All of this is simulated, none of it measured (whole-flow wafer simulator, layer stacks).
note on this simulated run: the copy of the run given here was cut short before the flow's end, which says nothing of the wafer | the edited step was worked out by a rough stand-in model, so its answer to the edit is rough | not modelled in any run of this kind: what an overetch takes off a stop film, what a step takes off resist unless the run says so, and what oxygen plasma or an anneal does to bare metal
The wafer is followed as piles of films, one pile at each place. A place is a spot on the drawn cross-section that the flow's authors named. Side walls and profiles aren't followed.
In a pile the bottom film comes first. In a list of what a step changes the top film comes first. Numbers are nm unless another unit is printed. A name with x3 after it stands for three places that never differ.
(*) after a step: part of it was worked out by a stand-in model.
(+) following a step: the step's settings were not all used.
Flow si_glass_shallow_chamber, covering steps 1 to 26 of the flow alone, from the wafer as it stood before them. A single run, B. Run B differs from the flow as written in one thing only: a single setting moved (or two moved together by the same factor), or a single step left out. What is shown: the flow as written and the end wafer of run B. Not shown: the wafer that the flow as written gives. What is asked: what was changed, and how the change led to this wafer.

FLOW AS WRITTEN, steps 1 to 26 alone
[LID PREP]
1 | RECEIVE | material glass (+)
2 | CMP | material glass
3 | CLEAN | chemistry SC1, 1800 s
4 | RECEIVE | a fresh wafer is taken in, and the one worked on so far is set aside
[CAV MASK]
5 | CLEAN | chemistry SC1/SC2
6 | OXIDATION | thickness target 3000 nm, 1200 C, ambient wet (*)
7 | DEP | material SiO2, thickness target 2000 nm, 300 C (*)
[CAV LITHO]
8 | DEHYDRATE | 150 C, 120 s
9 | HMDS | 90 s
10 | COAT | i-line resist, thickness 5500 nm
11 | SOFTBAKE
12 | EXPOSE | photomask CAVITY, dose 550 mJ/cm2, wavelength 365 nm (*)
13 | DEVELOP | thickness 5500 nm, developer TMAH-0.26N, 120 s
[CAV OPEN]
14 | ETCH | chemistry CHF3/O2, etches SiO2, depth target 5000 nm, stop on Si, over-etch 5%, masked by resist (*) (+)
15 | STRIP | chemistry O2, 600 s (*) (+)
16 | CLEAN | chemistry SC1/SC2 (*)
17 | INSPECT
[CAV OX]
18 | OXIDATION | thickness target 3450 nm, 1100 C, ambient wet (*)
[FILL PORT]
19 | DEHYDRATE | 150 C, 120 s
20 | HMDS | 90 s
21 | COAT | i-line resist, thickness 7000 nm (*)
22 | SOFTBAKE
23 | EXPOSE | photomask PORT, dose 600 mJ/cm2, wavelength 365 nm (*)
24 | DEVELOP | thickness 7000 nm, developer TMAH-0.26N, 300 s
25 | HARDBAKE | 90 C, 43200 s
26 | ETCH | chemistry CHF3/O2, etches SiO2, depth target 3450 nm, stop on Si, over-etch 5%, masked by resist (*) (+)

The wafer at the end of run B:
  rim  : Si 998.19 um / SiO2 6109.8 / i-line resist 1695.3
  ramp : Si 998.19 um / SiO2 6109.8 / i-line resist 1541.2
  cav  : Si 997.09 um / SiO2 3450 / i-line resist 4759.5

The reason: step 14, ETCH: over-etch 7.13% was run, whereas the flow has over-etch 5%.

How this came from the change, step by step:
  14 | ETCH | chemistry CHF3/O2, etches SiO2, depth target 5000 nm, stop on Si, over-etch 5%, masked by resist (*) (+)
      cav, port: SiO2 loses 5000 (all of it), Si loses 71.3 (it would be, as written: SiO2 loses 5000 (all of it), Si loses 50)
  15 | STRIP | chemistry O2, 600 s (*) (+)
      rim, ramp, septum, ring: i-line resist loses 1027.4 (all of it) (it would be, as written: i-line resist loses 1116.2 (all of it))
